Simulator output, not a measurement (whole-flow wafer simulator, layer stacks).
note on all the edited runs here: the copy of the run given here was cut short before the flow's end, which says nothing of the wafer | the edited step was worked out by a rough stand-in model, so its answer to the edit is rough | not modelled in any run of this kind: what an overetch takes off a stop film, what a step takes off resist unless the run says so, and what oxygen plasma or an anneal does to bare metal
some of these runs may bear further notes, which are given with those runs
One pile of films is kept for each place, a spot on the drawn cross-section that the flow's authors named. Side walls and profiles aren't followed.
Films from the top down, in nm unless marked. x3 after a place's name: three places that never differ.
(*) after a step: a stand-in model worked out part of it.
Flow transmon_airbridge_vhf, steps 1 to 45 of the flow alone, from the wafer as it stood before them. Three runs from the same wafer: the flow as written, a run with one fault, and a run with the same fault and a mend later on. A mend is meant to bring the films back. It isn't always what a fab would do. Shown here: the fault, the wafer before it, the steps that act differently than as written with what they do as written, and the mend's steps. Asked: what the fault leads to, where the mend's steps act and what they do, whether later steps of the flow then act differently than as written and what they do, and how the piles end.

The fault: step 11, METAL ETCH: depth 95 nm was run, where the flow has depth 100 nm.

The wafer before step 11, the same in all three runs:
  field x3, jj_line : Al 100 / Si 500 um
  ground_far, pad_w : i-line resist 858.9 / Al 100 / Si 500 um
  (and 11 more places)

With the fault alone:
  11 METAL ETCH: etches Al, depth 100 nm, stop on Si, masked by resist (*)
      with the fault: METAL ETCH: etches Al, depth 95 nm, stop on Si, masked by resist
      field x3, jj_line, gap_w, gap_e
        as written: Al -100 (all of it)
        with the fault: Al -95
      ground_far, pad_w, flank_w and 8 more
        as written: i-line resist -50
        with the fault: i-line resist -47.5
  Later steps of the flow that act differently than as written (18 more steps differ only slightly, by at most 2% or 0.5 nm, whichever is larger, and aren't shown):
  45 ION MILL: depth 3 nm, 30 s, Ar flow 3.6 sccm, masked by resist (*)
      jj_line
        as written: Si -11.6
        with the fault: Al -5 (all of it), Si -8.81
  At the end the piles differ from the flow's by more than 2% or 0.5 nm, whichever is larger, at field x3, gap_w, gap_e.
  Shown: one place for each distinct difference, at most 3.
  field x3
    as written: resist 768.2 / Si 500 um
    with the fault: resist 768.2 / Al 5 / Si 500 um
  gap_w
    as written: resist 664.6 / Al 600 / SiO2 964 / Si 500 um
    with the fault: resist 663.4 / Al 600 / SiO2 964 / Al 5 / Si 500 um

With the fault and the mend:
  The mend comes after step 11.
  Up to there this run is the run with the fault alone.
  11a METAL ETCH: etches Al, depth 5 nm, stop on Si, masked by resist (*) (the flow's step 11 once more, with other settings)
      ground_far, pad_w, flank_w and 8 more
        i-line resist -2.5
      field x3, jj_line, gap_w, gap_e
        Al -5 (all of it)
  No later step of the flow acts differently than as written at any place that is followed.
  At the end the piles are the same as the flow's at every place that both follow.
